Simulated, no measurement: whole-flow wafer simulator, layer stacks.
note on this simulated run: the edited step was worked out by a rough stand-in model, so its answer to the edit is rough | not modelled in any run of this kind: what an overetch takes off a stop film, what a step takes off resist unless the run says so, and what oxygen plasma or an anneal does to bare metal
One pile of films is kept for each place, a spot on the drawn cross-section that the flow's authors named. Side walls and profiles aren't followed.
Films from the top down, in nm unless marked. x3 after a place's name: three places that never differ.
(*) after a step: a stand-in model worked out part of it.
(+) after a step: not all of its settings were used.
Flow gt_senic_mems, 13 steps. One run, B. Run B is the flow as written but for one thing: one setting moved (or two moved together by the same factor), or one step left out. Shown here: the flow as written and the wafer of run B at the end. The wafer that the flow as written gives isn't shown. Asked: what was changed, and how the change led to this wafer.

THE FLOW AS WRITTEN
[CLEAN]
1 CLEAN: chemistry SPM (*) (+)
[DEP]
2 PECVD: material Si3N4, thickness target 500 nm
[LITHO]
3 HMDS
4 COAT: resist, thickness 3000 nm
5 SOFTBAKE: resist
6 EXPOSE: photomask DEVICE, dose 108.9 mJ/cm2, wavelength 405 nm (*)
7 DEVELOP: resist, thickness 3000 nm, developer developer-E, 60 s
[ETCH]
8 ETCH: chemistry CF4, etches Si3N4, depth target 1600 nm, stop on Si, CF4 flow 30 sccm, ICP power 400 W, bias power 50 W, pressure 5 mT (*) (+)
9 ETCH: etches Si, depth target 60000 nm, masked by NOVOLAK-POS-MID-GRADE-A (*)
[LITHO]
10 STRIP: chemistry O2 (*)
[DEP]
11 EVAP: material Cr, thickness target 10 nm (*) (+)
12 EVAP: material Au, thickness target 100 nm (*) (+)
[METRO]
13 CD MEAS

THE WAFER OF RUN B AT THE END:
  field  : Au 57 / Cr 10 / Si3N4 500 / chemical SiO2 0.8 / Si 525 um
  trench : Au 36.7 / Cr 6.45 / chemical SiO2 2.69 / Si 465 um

The cause: step 12, EVAP: thickness target 57 nm was run, where the flow has thickness target 100 nm.
It can be read off the wafer: field has Au 57, and step 12 as written asks for 100 nm.

How the change led to this, step by step:
  12 EVAP: material Au, thickness target 100 nm (*) (+)
      field: Au +57 (new film) (as written it would be: Au +100 (new film))
      trench: Au +36.7 (new film) (as written it would be: Au +64.1 (new film))
